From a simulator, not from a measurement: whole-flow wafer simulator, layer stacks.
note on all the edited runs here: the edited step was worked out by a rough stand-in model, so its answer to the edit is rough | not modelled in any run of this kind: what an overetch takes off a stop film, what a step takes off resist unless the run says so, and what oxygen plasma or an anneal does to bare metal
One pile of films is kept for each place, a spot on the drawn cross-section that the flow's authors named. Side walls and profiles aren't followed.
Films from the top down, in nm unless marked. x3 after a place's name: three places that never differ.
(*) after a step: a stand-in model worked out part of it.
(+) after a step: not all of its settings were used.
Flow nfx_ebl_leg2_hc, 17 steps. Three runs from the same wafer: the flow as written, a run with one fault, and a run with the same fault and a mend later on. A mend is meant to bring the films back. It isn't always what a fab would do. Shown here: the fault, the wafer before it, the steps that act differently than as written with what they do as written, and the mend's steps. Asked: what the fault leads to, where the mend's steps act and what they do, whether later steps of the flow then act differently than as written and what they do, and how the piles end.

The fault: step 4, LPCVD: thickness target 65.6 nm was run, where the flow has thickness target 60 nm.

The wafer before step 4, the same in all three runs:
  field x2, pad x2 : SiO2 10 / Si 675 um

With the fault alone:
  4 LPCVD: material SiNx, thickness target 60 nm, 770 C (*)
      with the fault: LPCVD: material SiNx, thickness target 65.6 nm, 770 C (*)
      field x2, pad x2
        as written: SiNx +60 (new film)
        with the fault: SiNx +65.6 (new film)
  Later steps of the flow that act differently than as written:
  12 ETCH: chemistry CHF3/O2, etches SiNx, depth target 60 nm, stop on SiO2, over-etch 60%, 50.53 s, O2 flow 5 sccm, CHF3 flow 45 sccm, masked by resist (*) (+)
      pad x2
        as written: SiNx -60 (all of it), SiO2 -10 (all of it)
        with the fault: SiNx -65.6 (all of it), SiO2 -10 (all of it)
  At the end the piles differ from the flow's by more than 2% or 0.5 nm, whichever is larger, at field x2.
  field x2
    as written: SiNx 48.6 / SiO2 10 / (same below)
    with the fault: SiNx 54.2 / SiO2 10 / (same below)

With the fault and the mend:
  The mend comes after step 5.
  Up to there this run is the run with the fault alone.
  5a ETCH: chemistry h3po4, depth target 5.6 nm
      field x2, pad x2
        SiNx -5.6
  No later step of the flow acts differently than as written at any place that is followed.
  At the end the piles are the same as the flow's at every place that both follow.
